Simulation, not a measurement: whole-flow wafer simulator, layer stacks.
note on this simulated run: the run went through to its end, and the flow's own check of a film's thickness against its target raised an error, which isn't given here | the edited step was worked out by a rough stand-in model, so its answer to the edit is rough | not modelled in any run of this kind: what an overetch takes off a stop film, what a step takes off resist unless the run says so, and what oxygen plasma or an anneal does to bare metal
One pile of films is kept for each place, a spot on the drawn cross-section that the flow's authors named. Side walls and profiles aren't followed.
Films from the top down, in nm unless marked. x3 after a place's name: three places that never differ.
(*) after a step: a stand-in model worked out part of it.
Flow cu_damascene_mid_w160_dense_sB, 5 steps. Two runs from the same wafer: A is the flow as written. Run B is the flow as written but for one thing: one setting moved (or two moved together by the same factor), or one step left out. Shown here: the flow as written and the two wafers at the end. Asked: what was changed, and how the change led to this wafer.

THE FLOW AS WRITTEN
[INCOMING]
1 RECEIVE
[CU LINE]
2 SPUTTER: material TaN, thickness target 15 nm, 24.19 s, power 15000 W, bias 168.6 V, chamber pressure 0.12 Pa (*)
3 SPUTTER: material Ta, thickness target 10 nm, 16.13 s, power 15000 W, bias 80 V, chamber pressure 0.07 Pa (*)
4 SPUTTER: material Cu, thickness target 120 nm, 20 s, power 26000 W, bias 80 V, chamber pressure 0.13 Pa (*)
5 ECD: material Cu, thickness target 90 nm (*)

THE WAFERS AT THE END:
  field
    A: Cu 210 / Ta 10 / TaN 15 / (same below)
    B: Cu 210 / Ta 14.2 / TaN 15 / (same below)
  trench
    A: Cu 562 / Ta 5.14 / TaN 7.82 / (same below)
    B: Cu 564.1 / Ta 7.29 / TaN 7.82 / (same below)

The cause: step 3, SPUTTER: thickness target 14.2 nm was run, where the flow has thickness target 10 nm; step 3, SPUTTER: 22.99 s was run, where the flow has 16.13 s.
It can be read off the wafer: field has Ta 14.2, and step 3 as written asks for 10 nm.

How the change led to this, step by step:
  3 SPUTTER: material Ta, thickness target 10 nm, 16.13 s, power 15000 W, bias 80 V, chamber pressure 0.07 Pa (*)
      field: A Ta +10 (new film) | B Ta +14.2 (new film)
      trench: A Ta +5.14 (new film) | B Ta +7.29 (new film)
